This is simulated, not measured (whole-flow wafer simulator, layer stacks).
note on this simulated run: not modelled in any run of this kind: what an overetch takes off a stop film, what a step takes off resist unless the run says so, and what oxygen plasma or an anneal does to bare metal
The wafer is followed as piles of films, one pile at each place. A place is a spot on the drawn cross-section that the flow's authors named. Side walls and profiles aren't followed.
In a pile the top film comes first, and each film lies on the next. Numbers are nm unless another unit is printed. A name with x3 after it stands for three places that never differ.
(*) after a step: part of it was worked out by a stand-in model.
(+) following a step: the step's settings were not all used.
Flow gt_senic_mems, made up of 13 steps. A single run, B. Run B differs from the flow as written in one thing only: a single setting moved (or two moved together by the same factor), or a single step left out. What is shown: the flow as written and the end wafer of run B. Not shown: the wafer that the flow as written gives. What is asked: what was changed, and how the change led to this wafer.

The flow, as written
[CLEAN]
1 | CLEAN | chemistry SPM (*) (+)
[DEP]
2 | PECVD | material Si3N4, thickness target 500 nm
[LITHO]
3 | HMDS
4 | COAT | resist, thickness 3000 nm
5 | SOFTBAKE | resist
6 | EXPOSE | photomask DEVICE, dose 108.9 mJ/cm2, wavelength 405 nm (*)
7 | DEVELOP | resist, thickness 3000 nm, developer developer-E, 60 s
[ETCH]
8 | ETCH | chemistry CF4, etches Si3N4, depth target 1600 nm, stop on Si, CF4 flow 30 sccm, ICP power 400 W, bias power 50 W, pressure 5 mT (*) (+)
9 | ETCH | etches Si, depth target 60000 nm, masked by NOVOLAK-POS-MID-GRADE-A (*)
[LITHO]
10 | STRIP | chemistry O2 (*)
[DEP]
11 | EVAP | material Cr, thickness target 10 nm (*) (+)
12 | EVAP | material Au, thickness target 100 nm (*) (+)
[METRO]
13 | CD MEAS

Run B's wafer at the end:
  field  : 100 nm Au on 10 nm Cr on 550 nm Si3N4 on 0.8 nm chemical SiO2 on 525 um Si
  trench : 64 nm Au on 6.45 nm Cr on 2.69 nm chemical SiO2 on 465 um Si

The reason: step 2, PECVD: thickness target 550 nm was run, though the flow has thickness target 500 nm.
One can read it off the wafer: field has Si3N4 550, and step 2 as written asks for 500 nm.

Step by step, how the change led to this:
  2 | PECVD | material Si3N4, thickness target 500 nm
      field, trench: +550 Si3N4 (new film) (as written it would have been: +500 Si3N4 (new film))
  8 | ETCH | chemistry CF4, etches Si3N4, depth target 1600 nm, stop on Si, CF4 flow 30 sccm, ICP power 400 W, bias power 50 W, pressure 5 mT (*) (+)
      field: -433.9 resist (as written it would have been: -400.5 resist)
      trench: -550 Si3N4 (all of it), -0.8 chemical SiO2 (all of it) (as written it would have been: -500 Si3N4 (all of it), -0.8 chemical SiO2 (all of it))
